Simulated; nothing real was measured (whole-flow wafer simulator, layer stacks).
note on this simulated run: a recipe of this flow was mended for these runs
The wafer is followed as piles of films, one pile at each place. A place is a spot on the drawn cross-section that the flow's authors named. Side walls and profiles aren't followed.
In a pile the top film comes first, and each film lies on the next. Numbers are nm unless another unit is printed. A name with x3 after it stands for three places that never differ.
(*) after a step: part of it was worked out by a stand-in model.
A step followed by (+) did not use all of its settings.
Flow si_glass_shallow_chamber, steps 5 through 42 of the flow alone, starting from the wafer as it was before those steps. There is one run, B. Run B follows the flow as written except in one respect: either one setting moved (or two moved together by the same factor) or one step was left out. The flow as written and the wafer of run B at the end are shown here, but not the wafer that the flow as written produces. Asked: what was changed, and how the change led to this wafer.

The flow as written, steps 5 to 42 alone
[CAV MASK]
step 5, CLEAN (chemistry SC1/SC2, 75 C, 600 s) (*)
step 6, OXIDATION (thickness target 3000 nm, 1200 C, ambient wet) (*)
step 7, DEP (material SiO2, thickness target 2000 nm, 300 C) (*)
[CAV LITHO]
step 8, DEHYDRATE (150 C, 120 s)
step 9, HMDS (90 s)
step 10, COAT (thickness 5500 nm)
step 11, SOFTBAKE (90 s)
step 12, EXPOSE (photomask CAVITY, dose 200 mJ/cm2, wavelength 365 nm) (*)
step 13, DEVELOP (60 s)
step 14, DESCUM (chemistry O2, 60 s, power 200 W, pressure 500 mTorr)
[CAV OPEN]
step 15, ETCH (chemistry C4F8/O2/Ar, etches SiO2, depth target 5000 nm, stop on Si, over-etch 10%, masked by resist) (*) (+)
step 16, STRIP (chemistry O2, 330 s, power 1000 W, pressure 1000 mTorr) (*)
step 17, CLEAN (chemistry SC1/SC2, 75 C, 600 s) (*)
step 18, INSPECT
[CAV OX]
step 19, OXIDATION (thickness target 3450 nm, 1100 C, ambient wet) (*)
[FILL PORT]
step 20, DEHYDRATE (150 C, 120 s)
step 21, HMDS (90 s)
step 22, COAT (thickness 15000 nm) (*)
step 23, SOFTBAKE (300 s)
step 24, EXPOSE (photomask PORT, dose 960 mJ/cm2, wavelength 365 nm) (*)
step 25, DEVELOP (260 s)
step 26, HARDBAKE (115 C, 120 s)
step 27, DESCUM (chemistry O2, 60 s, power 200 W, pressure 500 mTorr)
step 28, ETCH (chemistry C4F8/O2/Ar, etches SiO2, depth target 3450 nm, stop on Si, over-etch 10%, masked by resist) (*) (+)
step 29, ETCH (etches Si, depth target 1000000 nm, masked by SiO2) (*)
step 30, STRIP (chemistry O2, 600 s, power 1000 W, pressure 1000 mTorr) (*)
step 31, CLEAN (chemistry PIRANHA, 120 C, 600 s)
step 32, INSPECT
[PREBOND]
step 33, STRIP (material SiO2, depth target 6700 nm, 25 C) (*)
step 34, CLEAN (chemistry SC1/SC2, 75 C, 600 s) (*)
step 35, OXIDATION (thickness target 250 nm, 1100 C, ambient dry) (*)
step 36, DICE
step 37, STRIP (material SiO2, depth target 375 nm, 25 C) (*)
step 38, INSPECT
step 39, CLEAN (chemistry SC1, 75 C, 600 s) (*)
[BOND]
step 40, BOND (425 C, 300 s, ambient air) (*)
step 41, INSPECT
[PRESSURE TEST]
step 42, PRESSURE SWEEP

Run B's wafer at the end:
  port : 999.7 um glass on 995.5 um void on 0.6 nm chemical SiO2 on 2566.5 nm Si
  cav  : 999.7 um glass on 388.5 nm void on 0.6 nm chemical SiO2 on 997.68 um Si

What caused this: step 15, ETCH: depth target 2675 nm was run, while the flow as written has depth target 5000 nm.

Step by step, how the change led to this:
  step 15, ETCH (chemistry C4F8/O2/Ar, etches SiO2, depth target 5000 nm, stop on Si, over-etch 10%, masked by resist) (*) (+)
      cav, port: -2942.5 SiO2 (as written it would have been: -5000 SiO2 (all of it), -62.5 Si)
      rim, ramp, septum, ring: -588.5 thick-i-line-resist (as written it would have been: -1100 thick-i-line-resist)
  step 16, STRIP (chemistry O2, 330 s, power 1000 W, pressure 1000 mTorr) (*)
      cav, port: nothing (as written it would have been: +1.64 chemical SiO2 (new film), -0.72 Si)
      rim, ramp, septum, ring: -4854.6 thick-i-line-resist (all of it) (as written it would have been: -4343.1 thick-i-line-resist (all of it))
  step 17, CLEAN (chemistry SC1/SC2, 75 C, 600 s) (*)
      cav, port: -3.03 SiO2 (as written it would have been: -1.04 chemical SiO2, -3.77 Si)
  step 19, OXIDATION (thickness target 3450 nm, 1100 C, ambient wet) (*)
      cav, port: +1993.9 SiO2, -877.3 Si (as written it would have been: +3450 SiO2 (new film), -0.6 chemical SiO2 (all of it), -1517.7 Si)
  step 22, COAT (thickness 15000 nm) (*)
      rim: +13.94 um thick-i-line-resist (new film) (as written it would have been: +13.4 um thick-i-line-resist (new film))
      ramp: +13.61 um thick-i-line-resist (new film) (as written it would have been: +12.89 um thick-i-line-resist (new film))
      (and at 4 other places as well)
  step 23, SOFTBAKE (300 s)
      rim: -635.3 thick-i-line-resist (as written it would have been: -997 thick-i-line-resist)
      ramp: -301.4 thick-i-line-resist (as written it would have been: -487.1 thick-i-line-resist)
      (and at 4 other places as well)
  step 25, DEVELOP (260 s)
      port: -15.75 um thick-i-line-resist (all of it) (as written it would have been: -16.16 um thick-i-line-resist (all of it))
  step 26, HARDBAKE (115 C, 120 s)
      rim, ramp: -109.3 thick-i-line-resist (as written it would have been: -98.2 thick-i-line-resist)
      cav: -137.9 thick-i-line-resist (as written it would have been: -147.1 thick-i-line-resist)
  step 28, ETCH (chemistry C4F8/O2/Ar, etches SiO2, depth target 3450 nm, stop on Si, over-etch 10%, masked by resist) (*) (+)
      port: -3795 SiO2 (as written it would have been: -3450 SiO2 (all of it), -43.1 Si)
  step 29, ETCH (etches Si, depth target 1000000 nm, masked by SiO2) (*)
      port: -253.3 SiO2 (all of it), -995.11 um Si (as written it would have been: +997.05 um hole (new film), -997.05 um Si (all of it))
      rim, ramp: -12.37 um thick-i-line-resist (all of it), -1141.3 SiO2 (as written it would have been: -11.47 um thick-i-line-resist (all of it), -1617.3 SiO2)
      (and at 2 other places as well)
  step 30, STRIP (chemistry O2, 600 s, power 1000 W, pressure 1000 mTorr) (*)
      port: +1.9 chemical SiO2 (new film), -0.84 Si (as written it would have been: nothing)
      cav: -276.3 thick-i-line-resist (all of it) (as written it would have been: -669.6 thick-i-line-resist (all of it))
  step 33, STRIP (material SiO2, depth target 6700 nm, 25 C) (*)
      port: -1.9 chemical SiO2 (all of it) (as written it would have been: nothing)
      rim, ramp: -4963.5 SiO2 (all of it) (as written it would have been: -4487.5 SiO2 (all of it))
      (and at 1 other place as well)
  step 34, CLEAN (chemistry SC1/SC2, 75 C, 600 s) (*)
      port: +0.6 chemical SiO2 (new film), -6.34 Si (as written it would have been: nothing)
  step 35, OXIDATION (thickness target 250 nm, 1100 C, ambient dry) (*)
      port: +250 SiO2 (new film), -0.6 chemical SiO2 (all of it), -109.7 Si (as written it would have been: nothing)
  step 37, STRIP (material SiO2, depth target 375 nm, 25 C) (*)
      port: -250 SiO2 (all of it) (as written it would have been: nothing)
  step 39, CLEAN (chemistry SC1, 75 C, 600 s) (*)
      port: +0.6 chemical SiO2 (new film), -6.34 Si (as written it would have been: nothing)
  step 40, BOND (425 C, 300 s, ambient air) (*)
      port: +999.7 um glass (new film), +995.5 um void (new film) (as written it would have been: +999.7 um glass (new film), +1017.3 hole)
      cav: +999.7 um glass (new film), +388.5 void (new film) (as written it would have been: +999.7 um glass (new film), +1095.9 void (new film))
